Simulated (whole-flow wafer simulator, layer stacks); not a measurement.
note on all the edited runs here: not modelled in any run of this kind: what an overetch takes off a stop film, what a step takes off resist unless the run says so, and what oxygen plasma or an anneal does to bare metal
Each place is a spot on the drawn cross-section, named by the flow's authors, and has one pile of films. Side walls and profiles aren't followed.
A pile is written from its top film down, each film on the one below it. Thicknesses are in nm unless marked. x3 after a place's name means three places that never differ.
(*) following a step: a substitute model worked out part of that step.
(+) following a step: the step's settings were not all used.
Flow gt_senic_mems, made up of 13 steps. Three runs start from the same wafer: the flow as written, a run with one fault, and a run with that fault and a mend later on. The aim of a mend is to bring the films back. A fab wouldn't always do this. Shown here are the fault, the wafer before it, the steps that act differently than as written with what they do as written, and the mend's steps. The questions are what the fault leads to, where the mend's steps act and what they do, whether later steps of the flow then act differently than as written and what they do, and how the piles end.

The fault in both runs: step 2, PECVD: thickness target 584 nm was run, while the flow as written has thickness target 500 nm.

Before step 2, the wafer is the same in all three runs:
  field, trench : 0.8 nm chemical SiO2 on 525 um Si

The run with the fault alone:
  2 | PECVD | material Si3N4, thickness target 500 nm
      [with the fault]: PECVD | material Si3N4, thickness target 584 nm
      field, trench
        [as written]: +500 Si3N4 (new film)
        [with the fault]: +584 Si3N4 (new film)
  Steps further on in the flow that do not act as written (1 other step is not shown; it differs only slightly, by no more than 2% or 0.5 nm, whichever is larger):
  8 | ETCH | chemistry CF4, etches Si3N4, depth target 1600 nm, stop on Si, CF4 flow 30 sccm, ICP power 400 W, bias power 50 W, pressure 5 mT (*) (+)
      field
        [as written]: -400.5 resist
        [with the fault]: -456.5 resist
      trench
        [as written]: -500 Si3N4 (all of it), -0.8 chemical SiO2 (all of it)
        [with the fault]: -584 Si3N4 (all of it), -0.8 chemical SiO2 (all of it)
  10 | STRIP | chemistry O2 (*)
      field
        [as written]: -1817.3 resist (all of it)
        [with the fault]: -1761.3 resist (all of it)
  At field, the piles at the end differ from the flow's by more than 2% or 0.5 nm, whichever is larger.
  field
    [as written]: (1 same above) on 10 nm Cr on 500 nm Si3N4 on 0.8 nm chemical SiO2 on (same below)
    [with the fault]: (1 same above) on 10 nm Cr on 584 nm Si3N4 on 0.8 nm chemical SiO2 on (same below)

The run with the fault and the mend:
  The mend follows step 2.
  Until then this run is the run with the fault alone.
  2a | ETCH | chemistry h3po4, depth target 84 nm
      field, trench
        -84 Si3N4
  None of the later steps of the flow acts differently than as written at any place that is followed.
  By the end, the piles equal the flow's at every place that both follow.
